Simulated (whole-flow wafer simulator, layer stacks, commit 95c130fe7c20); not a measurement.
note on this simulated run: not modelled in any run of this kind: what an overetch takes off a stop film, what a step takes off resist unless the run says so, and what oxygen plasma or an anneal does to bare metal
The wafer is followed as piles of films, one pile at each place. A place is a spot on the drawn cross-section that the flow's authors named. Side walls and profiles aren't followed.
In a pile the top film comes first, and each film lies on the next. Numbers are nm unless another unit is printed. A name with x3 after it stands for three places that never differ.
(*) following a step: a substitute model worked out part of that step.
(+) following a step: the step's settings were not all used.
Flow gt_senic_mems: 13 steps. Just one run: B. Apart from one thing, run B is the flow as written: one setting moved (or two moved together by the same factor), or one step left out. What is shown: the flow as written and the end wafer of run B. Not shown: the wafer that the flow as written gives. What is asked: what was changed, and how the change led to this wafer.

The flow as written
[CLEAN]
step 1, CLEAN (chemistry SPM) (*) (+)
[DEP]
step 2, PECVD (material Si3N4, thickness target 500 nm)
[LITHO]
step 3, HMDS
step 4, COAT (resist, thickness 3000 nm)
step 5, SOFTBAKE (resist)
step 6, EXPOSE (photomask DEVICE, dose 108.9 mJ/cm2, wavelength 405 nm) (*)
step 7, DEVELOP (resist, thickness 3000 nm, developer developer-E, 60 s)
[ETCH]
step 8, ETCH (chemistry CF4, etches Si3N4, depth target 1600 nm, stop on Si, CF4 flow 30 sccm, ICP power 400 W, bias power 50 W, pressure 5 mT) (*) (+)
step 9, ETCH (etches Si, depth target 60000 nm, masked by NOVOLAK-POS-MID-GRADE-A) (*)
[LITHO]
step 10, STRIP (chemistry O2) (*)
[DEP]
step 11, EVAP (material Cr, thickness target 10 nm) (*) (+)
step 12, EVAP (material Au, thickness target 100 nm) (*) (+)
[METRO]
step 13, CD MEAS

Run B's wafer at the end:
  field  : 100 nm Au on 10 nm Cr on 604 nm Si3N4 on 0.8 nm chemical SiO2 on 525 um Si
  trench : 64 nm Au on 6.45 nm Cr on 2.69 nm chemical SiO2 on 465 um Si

What caused this: step 2, PECVD: thickness target 604 nm was run, though the flow has thickness target 500 nm.
The wafer lets one read it off: field has Si3N4 604, and step 2 as written asks for 500 nm.

The path from the change to this, step by step:
  step 2, PECVD (material Si3N4, thickness target 500 nm)
      field, trench: +604 Si3N4 (new film) (it would be, as written: +500 Si3N4 (new film))
  step 8, ETCH (chemistry CF4, etches Si3N4, depth target 1600 nm, stop on Si, CF4 flow 30 sccm, ICP power 400 W, bias power 50 W, pressure 5 mT) (*) (+)
      field: -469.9 resist (it would be, as written: -400.5 resist)
      trench: -604 Si3N4 (all of it), -0.8 chemical SiO2 (all of it) (it would be, as written: -500 Si3N4 (all of it), -0.8 chemical SiO2 (all of it))
  step 10, STRIP (chemistry O2) (*)
      field: -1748 resist (all of it) (it would be, as written: -1817.3 resist (all of it))
